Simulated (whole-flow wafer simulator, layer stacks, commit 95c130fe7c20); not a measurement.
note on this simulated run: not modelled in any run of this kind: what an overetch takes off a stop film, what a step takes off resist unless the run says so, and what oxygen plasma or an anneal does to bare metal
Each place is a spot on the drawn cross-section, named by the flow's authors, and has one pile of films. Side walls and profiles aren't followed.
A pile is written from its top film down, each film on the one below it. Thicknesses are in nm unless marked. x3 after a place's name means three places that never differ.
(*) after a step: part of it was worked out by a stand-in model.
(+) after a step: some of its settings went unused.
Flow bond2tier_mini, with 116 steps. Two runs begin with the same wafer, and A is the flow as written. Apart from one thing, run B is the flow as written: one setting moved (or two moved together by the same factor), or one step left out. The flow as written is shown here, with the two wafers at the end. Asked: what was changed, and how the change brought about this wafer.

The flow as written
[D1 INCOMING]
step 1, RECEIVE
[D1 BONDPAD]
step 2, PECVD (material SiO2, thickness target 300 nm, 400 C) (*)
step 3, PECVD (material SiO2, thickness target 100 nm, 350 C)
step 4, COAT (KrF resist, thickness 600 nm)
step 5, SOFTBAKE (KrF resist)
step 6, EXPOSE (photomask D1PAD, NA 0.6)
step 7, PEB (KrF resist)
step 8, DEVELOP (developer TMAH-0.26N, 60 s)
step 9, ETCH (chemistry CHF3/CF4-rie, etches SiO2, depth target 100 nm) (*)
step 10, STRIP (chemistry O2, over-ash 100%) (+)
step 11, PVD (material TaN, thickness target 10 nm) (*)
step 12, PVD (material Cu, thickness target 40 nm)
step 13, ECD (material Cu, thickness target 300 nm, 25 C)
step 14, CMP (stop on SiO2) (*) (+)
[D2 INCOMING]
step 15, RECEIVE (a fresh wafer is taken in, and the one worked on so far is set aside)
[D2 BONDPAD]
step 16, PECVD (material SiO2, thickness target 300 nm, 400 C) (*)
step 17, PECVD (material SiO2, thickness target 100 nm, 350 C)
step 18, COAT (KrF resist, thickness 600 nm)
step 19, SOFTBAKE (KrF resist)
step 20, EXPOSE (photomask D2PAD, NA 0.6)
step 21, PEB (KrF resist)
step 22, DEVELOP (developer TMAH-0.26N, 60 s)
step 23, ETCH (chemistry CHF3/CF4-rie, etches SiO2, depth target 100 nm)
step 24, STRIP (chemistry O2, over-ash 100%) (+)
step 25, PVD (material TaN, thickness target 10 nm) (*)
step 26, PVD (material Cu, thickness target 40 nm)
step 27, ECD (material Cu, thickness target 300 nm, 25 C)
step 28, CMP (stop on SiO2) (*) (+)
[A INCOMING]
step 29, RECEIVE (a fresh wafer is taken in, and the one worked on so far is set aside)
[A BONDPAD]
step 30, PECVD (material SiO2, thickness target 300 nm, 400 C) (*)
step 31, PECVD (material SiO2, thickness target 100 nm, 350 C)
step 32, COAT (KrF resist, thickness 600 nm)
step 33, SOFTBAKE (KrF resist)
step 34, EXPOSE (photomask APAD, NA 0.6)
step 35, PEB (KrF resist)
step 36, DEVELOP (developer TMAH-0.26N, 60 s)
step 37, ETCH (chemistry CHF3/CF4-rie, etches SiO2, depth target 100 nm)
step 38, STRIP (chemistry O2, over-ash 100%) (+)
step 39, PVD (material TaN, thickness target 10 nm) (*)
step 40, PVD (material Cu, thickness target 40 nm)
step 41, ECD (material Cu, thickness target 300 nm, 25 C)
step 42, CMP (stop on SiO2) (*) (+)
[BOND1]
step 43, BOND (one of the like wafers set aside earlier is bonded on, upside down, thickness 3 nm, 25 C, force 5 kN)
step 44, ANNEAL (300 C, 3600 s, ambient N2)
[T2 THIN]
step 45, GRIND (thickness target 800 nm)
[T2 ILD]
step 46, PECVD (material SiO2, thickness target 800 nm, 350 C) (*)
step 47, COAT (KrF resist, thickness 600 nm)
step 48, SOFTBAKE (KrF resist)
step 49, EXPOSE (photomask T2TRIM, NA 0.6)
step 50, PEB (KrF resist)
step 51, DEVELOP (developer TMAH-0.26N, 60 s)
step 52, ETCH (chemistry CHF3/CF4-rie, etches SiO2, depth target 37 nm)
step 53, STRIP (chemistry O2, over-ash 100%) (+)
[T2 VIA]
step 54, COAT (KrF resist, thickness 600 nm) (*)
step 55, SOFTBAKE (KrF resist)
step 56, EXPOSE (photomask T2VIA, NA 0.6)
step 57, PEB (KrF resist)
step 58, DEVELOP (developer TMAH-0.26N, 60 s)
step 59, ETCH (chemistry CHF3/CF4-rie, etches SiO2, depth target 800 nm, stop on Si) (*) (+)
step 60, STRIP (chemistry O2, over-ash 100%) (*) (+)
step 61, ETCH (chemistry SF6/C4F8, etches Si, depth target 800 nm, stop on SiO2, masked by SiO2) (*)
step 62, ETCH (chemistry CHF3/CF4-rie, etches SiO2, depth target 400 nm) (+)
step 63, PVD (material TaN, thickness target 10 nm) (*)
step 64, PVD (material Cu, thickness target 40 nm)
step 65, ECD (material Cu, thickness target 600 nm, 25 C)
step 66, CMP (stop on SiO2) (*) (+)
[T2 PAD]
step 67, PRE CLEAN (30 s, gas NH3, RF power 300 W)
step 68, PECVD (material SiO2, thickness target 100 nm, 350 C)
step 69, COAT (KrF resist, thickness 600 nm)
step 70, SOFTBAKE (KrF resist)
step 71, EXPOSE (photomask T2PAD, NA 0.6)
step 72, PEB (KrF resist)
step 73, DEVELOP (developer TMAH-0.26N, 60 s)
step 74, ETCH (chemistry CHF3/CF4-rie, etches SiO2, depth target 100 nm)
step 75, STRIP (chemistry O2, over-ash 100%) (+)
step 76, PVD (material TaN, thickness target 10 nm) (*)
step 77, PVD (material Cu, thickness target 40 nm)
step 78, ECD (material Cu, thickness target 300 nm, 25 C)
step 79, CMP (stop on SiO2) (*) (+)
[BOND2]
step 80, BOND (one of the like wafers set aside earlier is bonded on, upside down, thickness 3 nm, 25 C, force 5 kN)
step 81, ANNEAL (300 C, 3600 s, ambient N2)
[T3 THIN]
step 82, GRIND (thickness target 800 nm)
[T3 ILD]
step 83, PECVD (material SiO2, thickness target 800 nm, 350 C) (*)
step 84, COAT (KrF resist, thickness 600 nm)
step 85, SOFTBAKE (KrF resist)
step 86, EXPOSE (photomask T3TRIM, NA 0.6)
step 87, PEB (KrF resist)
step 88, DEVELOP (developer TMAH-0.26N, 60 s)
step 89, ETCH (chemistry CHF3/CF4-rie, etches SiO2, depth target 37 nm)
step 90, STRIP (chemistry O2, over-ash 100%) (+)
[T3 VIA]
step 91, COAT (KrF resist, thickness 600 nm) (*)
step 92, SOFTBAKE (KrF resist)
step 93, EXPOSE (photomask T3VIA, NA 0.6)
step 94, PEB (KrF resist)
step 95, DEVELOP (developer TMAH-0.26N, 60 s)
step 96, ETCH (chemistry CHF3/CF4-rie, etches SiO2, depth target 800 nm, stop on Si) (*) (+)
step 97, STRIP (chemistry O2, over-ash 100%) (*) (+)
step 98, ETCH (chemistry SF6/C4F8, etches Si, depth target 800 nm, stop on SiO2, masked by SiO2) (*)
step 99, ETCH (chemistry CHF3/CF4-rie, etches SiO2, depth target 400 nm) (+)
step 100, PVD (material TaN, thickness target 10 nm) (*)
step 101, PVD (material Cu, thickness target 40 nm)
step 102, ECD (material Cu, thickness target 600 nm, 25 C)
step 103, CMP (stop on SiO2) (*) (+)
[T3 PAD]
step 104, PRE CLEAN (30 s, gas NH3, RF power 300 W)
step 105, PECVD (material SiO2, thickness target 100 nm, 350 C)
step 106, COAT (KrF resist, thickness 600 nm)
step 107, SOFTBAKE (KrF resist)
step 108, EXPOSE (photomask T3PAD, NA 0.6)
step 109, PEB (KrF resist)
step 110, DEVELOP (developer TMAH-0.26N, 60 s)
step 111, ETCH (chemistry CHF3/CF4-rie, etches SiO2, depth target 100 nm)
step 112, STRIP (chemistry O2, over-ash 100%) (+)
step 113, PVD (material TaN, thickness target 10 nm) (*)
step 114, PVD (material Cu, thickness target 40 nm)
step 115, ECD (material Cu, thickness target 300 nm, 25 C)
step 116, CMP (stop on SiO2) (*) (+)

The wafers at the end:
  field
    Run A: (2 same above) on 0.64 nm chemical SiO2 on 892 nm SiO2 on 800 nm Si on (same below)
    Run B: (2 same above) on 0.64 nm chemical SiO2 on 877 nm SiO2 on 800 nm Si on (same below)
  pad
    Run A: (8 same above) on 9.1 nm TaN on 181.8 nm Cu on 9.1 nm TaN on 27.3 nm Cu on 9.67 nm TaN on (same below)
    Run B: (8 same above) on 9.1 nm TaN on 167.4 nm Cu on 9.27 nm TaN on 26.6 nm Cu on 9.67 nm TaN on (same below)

The reason: step 68, PECVD: thickness target 85 nm was run, while the flow as written has thickness target 100 nm.

Step by step, how the change led to this:
  step 68, PECVD (material SiO2, thickness target 100 nm, 350 C)
      field: A SiO2 gains 100 | B SiO2 gains 85
      pad: A SiO2 gains 100 (new film) | B SiO2 gains 85 (new film)
  step 74, ETCH (chemistry CHF3/CF4-rie, etches SiO2, depth target 100 nm)
      pad: A SiO2 loses 100 (all of it) | B SiO2 loses 85 (all of it), Cu loses 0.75
  step 78, ECD (material Cu, thickness target 300 nm, 25 C)
      pad: A Cu gains 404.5 | B Cu gains 389.6
